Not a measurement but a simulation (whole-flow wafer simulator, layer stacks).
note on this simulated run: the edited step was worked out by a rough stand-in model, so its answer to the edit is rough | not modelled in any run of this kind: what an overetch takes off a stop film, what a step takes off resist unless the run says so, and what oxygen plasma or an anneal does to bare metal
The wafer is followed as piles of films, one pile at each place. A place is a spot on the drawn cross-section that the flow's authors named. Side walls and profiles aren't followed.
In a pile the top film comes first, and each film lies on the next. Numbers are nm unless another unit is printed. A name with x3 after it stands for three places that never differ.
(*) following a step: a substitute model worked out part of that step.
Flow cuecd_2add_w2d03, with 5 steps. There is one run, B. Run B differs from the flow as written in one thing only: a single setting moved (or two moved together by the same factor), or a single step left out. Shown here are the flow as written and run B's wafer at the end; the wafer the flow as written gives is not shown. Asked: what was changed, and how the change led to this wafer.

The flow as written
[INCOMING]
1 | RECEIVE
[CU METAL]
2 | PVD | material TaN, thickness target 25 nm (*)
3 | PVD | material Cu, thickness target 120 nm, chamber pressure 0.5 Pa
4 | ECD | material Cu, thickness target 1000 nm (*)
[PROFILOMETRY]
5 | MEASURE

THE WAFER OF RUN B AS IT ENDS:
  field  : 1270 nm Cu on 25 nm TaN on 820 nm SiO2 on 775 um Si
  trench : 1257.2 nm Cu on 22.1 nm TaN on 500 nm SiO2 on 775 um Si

What caused this: step 4, ECD: thickness target 1150 nm was run, whereas the flow has thickness target 1000 nm.

How this came from the change, step by step:
  4 | ECD | material Cu, thickness target 1000 nm (*)
      field, trench: Cu gains 1150 (it would be, as written: Cu gains 1000)
